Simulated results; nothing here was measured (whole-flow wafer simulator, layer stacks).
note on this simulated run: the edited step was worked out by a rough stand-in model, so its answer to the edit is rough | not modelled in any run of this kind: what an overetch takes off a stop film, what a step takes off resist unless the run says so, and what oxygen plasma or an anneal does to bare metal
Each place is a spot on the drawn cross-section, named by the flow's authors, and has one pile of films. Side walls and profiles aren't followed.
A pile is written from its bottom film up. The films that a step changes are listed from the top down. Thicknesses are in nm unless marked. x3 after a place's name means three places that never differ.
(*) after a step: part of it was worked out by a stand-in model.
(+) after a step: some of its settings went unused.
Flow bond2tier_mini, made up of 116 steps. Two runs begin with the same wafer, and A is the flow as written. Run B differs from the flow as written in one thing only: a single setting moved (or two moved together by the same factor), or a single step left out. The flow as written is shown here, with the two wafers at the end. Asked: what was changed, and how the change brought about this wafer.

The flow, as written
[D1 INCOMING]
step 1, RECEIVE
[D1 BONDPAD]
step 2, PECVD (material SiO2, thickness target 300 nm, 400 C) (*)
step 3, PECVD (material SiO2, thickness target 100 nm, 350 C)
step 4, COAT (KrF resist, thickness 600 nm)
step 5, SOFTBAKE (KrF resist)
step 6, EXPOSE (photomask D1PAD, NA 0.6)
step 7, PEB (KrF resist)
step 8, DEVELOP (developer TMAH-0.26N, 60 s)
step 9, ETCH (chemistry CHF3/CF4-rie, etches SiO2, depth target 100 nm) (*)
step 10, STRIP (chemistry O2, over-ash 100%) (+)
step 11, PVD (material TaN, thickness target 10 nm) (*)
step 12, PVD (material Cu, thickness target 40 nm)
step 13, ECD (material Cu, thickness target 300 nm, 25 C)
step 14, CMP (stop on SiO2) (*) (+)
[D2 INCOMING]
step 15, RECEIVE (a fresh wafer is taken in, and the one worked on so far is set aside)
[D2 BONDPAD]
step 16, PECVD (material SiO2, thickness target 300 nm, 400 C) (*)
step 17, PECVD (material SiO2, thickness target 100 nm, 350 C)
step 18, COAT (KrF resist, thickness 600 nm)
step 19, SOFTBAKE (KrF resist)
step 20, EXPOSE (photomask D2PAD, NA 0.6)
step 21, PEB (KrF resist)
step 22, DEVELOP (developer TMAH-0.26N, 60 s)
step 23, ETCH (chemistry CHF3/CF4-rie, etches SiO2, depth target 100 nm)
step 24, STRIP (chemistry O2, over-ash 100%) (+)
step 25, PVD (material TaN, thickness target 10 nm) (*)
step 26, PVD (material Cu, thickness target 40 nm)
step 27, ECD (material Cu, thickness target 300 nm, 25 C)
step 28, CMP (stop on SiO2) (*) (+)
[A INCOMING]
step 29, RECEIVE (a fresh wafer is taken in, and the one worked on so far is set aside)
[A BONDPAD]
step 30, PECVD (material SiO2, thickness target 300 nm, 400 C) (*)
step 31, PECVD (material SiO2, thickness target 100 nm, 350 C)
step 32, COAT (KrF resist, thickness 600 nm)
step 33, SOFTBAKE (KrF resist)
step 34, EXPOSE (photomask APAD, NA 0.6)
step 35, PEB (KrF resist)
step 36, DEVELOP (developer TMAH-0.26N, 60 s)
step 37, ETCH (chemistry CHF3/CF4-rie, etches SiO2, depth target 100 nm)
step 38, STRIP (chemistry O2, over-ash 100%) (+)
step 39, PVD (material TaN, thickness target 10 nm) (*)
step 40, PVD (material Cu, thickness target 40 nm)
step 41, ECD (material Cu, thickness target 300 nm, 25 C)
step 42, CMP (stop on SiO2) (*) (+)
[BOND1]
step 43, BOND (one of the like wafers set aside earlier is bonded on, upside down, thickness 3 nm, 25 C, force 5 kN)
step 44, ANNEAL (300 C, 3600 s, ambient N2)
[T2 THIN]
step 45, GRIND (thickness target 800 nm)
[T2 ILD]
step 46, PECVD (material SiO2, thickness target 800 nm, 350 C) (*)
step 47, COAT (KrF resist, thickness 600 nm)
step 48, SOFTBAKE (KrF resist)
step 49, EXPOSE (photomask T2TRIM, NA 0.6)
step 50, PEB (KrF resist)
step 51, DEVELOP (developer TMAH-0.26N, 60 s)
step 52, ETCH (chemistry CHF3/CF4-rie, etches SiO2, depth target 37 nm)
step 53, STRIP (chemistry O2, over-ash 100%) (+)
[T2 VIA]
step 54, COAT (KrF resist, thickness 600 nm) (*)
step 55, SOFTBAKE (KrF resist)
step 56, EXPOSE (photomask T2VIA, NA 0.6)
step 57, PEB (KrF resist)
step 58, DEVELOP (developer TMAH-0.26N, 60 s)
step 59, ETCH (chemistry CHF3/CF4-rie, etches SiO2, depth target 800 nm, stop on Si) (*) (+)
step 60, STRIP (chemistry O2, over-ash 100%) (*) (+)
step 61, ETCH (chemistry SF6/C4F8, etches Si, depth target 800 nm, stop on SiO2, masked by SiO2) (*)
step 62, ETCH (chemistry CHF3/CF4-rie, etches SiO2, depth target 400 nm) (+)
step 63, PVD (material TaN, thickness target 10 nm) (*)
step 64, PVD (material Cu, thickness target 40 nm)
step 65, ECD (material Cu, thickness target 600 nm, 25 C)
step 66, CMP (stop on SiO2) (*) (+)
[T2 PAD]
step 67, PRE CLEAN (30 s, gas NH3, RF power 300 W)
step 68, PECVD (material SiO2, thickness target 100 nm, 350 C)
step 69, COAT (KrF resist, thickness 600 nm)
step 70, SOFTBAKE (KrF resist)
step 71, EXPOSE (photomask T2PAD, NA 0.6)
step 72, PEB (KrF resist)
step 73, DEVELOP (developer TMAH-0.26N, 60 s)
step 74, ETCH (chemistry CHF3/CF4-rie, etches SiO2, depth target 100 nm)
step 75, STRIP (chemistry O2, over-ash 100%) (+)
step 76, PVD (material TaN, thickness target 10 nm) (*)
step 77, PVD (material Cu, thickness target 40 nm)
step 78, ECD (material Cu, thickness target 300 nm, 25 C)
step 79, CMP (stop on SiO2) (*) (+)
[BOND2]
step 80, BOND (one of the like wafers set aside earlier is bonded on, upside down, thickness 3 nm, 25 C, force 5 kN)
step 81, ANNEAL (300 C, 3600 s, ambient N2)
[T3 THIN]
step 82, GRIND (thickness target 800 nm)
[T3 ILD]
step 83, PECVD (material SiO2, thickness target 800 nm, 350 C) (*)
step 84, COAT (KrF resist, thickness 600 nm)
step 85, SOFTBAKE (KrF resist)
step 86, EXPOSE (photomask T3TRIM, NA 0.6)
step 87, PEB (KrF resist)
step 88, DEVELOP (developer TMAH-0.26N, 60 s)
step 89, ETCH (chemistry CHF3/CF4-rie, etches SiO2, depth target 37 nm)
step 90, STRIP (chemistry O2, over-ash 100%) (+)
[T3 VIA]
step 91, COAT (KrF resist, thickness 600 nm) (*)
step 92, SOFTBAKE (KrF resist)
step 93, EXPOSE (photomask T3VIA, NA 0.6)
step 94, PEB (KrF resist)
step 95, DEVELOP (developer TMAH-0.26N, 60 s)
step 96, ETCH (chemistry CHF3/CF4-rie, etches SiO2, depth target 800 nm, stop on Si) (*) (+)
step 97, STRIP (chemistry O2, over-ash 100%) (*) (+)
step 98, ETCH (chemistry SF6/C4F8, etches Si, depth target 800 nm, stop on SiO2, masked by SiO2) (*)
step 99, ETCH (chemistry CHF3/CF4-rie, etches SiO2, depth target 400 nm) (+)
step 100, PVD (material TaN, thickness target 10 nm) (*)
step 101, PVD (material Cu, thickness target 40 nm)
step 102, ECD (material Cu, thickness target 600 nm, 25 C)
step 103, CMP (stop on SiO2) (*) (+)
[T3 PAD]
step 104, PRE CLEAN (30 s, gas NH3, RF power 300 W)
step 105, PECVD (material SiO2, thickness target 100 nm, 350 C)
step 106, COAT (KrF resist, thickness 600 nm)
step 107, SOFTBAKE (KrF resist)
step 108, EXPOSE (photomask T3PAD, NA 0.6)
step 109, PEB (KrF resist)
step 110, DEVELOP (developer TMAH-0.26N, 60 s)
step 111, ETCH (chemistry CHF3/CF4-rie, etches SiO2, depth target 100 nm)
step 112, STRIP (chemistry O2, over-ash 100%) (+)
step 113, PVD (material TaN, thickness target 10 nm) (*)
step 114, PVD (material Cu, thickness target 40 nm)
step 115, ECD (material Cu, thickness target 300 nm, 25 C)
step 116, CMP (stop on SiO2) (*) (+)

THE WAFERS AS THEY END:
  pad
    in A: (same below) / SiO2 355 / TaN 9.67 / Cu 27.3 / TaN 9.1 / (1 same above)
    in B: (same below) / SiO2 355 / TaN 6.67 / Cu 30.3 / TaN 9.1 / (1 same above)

The reason: step 100, PVD: thickness target 6.9 nm was run, though the flow has thickness target 10 nm.

How this came from the change, step by step:
  step 100, PVD (material TaN, thickness target 10 nm) (*)
      field: A TaN gains 10 (new film) | B TaN gains 6.9 (new film)
      pad: A TaN gains 9.67 (new film) | B TaN gains 6.67 (new film)
  step 103, CMP (stop on SiO2) (*) (+)
      field: A Cu loses 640 (all of it), TaN loses 10 (all of it) | B Cu loses 640 (all of it), TaN loses 6.9 (all of it)
